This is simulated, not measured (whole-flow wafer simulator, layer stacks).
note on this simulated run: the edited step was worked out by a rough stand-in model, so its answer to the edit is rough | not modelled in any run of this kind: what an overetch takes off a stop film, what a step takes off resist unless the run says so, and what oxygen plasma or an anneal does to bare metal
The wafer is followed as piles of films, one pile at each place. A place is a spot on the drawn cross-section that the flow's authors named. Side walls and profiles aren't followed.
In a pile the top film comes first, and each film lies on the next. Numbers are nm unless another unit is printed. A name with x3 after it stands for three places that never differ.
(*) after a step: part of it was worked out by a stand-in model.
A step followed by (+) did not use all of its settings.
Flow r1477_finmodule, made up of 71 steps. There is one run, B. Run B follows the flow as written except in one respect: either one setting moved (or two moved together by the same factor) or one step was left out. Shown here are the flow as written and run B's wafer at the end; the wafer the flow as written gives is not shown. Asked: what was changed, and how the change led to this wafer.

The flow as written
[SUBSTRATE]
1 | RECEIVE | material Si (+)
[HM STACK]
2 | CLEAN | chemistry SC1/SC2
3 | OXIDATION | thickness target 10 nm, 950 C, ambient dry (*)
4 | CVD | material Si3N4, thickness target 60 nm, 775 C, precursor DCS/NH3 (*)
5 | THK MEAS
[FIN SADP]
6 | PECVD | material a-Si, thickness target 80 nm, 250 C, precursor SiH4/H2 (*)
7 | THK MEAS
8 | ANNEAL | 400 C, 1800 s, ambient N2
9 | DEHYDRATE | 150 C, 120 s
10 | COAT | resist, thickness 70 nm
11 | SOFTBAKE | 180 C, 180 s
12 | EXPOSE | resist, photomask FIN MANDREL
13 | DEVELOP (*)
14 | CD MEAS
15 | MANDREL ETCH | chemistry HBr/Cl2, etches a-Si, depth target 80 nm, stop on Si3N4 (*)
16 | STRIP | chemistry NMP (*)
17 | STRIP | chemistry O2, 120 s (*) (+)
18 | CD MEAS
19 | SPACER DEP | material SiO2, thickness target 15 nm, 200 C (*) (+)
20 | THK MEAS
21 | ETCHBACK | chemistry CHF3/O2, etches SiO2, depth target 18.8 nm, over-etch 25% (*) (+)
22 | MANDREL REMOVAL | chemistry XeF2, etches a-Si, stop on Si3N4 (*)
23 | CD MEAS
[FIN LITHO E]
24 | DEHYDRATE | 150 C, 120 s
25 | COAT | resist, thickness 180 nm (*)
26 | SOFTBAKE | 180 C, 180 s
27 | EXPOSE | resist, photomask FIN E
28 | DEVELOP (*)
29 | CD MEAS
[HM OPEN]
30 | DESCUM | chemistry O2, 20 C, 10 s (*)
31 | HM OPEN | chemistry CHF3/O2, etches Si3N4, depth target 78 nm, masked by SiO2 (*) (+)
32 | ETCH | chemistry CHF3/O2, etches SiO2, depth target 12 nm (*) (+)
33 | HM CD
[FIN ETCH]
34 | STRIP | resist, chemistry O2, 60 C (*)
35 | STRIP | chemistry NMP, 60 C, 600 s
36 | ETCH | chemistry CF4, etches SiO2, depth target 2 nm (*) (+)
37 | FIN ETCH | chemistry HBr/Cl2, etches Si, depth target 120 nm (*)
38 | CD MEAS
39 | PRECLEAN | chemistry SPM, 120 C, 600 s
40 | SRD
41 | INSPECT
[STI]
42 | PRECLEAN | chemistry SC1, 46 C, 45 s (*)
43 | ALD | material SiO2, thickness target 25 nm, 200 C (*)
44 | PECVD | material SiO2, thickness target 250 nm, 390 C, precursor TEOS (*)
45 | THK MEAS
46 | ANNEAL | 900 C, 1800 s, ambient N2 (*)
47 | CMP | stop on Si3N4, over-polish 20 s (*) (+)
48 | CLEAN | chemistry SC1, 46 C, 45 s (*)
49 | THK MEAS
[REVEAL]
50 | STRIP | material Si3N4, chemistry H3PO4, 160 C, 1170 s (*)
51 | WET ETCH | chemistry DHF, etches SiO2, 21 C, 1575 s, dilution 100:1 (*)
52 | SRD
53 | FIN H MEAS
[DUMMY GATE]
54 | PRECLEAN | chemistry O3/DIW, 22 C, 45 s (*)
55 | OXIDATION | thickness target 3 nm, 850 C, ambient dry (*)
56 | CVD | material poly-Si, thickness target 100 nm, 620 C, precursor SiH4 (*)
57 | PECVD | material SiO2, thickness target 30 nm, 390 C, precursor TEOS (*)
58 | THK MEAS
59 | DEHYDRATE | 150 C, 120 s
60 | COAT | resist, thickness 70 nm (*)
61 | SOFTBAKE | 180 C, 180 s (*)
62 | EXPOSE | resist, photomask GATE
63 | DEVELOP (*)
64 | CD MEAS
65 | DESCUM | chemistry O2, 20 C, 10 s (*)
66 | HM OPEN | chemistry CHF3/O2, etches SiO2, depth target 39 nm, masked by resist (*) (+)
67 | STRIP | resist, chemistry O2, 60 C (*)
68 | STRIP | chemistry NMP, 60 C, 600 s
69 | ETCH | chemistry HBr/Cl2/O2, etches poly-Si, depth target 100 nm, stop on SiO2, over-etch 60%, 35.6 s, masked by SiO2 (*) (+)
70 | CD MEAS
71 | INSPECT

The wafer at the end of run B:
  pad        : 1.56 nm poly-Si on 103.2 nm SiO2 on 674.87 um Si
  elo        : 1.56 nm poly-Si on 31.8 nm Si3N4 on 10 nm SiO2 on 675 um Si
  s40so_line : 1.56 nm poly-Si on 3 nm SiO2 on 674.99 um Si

Cause: step 69, ETCH: depth target 60 nm was run, while the flow as written has depth target 100 nm; step 69, ETCH: 21.4 s was run, where the flow has 35.6 s.

How this came from the change, step by step:
  69 | ETCH | chemistry HBr/Cl2/O2, etches poly-Si, depth target 100 nm, stop on SiO2, over-etch 60%, 35.6 s, masked by SiO2 (*) (+)
      pad, eso, e40so and 8 more: -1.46 chemical SiO2 (all of it), -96 poly-Si (it would be, as written: -1.46 chemical SiO2 (all of it), -97.6 poly-Si (all of it), -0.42 SiO2)
      elo, e40lo, e100lo, e200lo: -1.46 chemical SiO2 (all of it), -96 poly-Si (it would be, as written: -1.46 chemical SiO2 (all of it), -97.6 poly-Si (all of it), -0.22 Si3N4)
      (and at 21 other places as well)
